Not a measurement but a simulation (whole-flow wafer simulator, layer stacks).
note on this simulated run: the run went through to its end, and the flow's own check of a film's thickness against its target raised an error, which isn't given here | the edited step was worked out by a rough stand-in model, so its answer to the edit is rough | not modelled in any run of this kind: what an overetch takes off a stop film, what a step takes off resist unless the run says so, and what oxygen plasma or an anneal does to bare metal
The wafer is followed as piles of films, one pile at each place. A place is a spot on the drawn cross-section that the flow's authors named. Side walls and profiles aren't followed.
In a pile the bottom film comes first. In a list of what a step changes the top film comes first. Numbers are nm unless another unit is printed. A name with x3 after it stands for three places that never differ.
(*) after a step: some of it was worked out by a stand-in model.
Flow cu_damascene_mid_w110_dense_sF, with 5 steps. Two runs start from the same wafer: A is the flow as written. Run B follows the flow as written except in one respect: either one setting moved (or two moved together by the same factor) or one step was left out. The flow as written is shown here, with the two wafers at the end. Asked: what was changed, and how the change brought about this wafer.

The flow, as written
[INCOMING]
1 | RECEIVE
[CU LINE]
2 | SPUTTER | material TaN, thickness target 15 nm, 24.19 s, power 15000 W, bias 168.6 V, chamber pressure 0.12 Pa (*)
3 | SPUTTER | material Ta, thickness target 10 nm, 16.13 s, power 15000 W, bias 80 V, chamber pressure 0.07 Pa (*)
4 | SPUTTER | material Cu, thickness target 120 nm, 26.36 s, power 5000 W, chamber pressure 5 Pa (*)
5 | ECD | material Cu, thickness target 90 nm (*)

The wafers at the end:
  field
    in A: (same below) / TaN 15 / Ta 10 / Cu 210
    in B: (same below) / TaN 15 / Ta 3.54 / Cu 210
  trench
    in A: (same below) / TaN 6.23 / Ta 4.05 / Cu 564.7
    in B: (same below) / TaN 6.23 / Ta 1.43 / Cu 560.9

What caused this: step 3, SPUTTER: 5.71 s was run, though the flow has 16.13 s.

How this came from the change, step by step:
  3 | SPUTTER | material Ta, thickness target 10 nm, 16.13 s, power 15000 W, bias 80 V, chamber pressure 0.07 Pa (*)
      field: A Ta gains 10 (new film) | B Ta gains 3.54 (new film)
      trench: A Ta gains 4.05 (new film) | B Ta gains 1.43 (new film)
  4 | SPUTTER | material Cu, thickness target 120 nm, 26.36 s, power 5000 W, chamber pressure 5 Pa (*)
      trench: A Cu gains 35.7 (new film) | B Cu gains 36.5 (new film)
